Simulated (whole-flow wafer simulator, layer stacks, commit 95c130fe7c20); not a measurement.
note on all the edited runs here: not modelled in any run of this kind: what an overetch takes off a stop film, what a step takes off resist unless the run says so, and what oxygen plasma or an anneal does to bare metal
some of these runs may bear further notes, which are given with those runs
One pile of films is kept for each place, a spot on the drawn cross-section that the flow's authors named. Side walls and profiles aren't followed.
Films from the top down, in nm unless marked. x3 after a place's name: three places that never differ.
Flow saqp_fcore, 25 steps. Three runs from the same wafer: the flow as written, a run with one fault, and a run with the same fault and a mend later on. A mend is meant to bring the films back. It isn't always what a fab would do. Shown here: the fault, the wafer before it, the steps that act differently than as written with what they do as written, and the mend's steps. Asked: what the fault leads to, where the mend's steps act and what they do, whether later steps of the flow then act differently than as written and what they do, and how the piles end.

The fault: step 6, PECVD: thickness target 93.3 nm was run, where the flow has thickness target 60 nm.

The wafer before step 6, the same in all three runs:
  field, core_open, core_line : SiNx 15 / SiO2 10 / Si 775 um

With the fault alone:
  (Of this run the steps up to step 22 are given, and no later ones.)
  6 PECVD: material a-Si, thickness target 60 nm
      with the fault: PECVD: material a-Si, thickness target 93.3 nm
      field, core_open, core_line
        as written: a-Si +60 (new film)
        with the fault: a-Si +93.3 (new film)
  No later step of the flow up to step 22 acts differently than as written at any place that is followed.
  After step 22 the piles differ from the flow's by more than 2% or 0.5 nm, whichever is larger, at field, core_open, core_line.
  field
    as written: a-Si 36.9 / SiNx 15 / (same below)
    with the fault: a-Si 70.2 / SiNx 15 / (same below)
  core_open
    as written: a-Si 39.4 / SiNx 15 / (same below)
    with the fault: a-Si 72.7 / SiNx 15 / (same below)
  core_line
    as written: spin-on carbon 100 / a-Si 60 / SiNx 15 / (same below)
    with the fault: spin-on carbon 100 / a-Si 93.3 / SiNx 15 / (same below)

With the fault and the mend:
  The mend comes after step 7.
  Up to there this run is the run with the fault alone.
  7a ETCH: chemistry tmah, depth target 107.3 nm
      field, core_open, core_line
        a-Si -93.3 (all of it)
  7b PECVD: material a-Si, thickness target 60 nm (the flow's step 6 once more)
      field, core_open, core_line
        a-Si +60 (new film)
  No later step of the flow acts differently than as written at any place that is followed.
  At the end the piles are the same as the flow's at every place that both follow.
